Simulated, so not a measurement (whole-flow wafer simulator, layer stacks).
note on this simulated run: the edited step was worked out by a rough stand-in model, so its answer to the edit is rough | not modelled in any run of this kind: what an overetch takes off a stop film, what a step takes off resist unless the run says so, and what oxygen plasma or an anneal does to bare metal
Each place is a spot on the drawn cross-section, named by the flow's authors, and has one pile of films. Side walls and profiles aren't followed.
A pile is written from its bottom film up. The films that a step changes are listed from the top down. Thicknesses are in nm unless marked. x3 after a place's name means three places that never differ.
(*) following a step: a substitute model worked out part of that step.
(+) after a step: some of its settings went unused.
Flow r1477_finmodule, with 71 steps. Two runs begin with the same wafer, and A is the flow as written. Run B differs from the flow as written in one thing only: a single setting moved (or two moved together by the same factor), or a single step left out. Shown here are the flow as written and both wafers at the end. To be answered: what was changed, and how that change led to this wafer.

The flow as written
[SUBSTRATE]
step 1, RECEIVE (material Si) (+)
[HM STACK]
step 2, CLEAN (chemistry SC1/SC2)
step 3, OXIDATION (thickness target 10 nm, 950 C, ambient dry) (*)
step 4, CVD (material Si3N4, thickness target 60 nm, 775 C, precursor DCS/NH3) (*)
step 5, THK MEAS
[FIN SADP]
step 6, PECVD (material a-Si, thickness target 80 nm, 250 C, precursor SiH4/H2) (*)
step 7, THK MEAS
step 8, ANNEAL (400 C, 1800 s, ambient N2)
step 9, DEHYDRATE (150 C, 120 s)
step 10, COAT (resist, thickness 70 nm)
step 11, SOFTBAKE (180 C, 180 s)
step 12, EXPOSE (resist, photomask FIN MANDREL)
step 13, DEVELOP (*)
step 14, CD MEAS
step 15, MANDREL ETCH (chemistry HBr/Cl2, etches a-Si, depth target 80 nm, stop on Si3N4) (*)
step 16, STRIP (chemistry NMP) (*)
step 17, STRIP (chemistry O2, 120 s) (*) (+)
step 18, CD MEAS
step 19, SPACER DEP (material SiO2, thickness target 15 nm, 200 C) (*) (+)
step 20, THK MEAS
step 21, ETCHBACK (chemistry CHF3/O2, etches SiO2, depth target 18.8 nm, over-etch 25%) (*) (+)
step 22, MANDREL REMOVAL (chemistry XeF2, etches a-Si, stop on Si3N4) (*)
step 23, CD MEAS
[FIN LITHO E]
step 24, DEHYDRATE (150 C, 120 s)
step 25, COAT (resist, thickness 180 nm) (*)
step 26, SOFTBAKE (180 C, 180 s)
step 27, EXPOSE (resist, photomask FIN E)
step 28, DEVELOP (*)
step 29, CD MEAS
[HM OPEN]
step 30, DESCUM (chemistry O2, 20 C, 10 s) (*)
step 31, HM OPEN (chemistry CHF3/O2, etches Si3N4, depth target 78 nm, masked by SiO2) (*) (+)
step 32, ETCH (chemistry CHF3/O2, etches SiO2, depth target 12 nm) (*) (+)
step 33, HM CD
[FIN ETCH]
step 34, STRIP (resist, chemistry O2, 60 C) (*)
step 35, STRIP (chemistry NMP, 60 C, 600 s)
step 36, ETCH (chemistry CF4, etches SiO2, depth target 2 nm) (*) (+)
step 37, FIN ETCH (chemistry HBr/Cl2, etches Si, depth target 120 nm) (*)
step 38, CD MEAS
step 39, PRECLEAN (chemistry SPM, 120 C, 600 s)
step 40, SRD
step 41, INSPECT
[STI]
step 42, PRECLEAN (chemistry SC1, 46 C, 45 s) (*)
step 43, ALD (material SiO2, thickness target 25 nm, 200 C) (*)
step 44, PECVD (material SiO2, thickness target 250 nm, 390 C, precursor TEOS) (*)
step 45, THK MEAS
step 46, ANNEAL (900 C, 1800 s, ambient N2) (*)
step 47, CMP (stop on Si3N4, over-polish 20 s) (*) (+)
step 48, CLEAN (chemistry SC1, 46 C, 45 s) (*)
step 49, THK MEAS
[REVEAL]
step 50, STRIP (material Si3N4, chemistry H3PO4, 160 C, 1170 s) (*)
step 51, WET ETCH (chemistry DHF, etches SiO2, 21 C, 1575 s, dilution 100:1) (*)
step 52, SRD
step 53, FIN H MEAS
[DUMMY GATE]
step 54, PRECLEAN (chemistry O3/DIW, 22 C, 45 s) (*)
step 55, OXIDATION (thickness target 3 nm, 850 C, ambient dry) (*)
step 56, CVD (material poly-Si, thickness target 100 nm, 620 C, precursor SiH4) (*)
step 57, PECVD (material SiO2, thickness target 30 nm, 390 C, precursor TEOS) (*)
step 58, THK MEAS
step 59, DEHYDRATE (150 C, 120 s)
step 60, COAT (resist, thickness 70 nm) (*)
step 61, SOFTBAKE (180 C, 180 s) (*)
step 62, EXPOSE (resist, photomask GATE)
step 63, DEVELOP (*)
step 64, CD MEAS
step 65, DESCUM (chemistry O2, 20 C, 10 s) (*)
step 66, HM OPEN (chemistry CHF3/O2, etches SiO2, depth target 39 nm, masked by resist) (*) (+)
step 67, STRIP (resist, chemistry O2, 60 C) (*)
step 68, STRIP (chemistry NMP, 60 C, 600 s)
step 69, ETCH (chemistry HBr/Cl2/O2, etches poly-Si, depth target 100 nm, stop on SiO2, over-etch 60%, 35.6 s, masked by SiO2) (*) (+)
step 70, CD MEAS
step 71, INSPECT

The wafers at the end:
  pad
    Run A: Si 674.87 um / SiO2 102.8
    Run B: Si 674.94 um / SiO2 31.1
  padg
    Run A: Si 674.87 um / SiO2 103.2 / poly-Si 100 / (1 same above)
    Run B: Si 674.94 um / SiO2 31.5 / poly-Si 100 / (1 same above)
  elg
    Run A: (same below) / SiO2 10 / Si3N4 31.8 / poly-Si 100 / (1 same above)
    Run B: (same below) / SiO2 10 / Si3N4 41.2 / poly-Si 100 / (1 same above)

Cause: step 37, FIN ETCH: depth target 48 nm was run, though the flow has depth target 120 nm.

The path from the change to this, step by step:
  step 37, FIN ETCH (chemistry HBr/Cl2, etches Si, depth target 120 nm) (*)
      pad, padg, esg and 19 more: A Si loses 120 | B Si loses 48
      elg, e40lg, e100lg, e200lg, elo, e40lo, e100lo, e200lo: A Si3N4 loses 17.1 | B Si3N4 loses 6.86
      (also at 6 further places)
  step 43, ALD (material SiO2, thickness target 25 nm, 200 C) (*)
      s40cg, s45cg, s50cg, s40co, s45co, s50co: A SiO2 gains 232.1 (new film) | B SiO2 gains 165.6 (new film)
      esg: A SiO2 gains 194.3 (new film) | B SiO2 gains 132.5 (new film)
  step 47, CMP (stop on Si3N4, over-polish 20 s) (*) (+)
      pad, padg, e40sg and 11 more: A SiO2 loses 71.8 | B SiO2 loses 143.8
      elg, esg, e40lg and 6 more: A SiO2 loses 241.6 | B SiO2 loses 251.9
      (also at 1 further place)
  step 51, WET ETCH (chemistry DHF, etches SiO2, 21 C, 1575 s, dilution 100:1) (*)
      elg, e40lg, e100lg, e200lg, elo, e40lo, e100lo, e200lo: A SiO2 loses 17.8 (all of it), Si3N4 loses 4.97 | B SiO2 loses 7.56 (all of it), Si3N4 loses 5.8
  step 56, CVD (material poly-Si, thickness target 100 nm, 620 C, precursor SiH4) (*)
      esg: A poly-Si gains 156 (new film) | B poly-Si gains 165.3 (new film)
  step 60, COAT (resist, thickness 70 nm) (*)
      e40sg, eso, e40so: A resist gains 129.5 (new film) | B resist gains 138.3 (new film)
      e100sg, e100so: A resist gains 129.4 (new film) | B resist gains 138.2 (new film)
      (also at 2 further places)
  step 63, DEVELOP (*)
      eso, e40so: A resist loses 129.5 (all of it) | B resist loses 138.3 (all of it)
      e100so: A resist loses 129.4 (all of it) | B resist loses 138.2 (all of it)
      (also at 1 further place)
  step 67, STRIP (resist, chemistry O2, 60 C) (*)
      e40sg: A resist loses 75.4 (all of it) | B resist loses 84.2 (all of it)
      e100sg: A resist loses 75.3 (all of it) | B resist loses 84.1 (all of it)
      (also at 1 further place)
